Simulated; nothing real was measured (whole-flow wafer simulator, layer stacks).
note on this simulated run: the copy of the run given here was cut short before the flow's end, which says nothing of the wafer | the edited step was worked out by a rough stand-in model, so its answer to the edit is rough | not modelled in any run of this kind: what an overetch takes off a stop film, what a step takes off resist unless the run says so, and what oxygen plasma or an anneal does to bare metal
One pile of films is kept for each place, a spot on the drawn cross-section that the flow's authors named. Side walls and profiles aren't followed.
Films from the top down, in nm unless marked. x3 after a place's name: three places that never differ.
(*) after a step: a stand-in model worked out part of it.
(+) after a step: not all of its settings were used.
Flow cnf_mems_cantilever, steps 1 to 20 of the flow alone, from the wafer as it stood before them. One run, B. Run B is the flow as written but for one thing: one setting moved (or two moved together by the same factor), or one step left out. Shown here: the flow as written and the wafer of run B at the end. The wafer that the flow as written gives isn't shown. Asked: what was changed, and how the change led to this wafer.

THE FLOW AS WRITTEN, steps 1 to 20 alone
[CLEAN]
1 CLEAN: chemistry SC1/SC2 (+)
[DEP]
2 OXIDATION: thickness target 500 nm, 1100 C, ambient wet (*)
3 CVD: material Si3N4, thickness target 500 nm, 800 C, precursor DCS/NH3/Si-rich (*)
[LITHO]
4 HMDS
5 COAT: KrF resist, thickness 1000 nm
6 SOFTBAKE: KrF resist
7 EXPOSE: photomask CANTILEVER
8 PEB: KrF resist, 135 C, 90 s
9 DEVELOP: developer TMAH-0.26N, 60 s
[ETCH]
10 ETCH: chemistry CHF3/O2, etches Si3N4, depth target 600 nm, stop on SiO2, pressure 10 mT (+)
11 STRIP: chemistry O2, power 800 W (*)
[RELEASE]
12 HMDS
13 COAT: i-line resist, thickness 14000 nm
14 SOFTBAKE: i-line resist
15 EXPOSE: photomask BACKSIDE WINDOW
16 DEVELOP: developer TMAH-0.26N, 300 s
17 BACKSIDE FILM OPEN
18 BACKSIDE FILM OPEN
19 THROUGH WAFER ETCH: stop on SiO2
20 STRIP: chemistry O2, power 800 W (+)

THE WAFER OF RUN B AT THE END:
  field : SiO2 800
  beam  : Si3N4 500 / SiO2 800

The cause: step 2, OXIDATION: thickness target 800 nm was run, where the flow has thickness target 500 nm.
It can be read off the wafer: field has SiO2 800, and step 2 as written asks for 500 nm.

How the change led to this, step by step:
  2 OXIDATION: thickness target 500 nm, 1100 C, ambient wet (*)
      field, beam: SiO2 +800 (new film), chemical SiO2 -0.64 (all of it), Si -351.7 (as written it would be: SiO2 +500 (new film), chemical SiO2 -0.64 (all of it), Si -219.7)
  19 THROUGH WAFER ETCH: stop on SiO2
      field: under 1 film: Si -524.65 um (all of it) (as written it would be: under 1 film: Si -524.78 um (all of it))
      beam: under 2 films: Si -524.65 um (all of it) (as written it would be: under 2 films: Si -524.78 um (all of it))
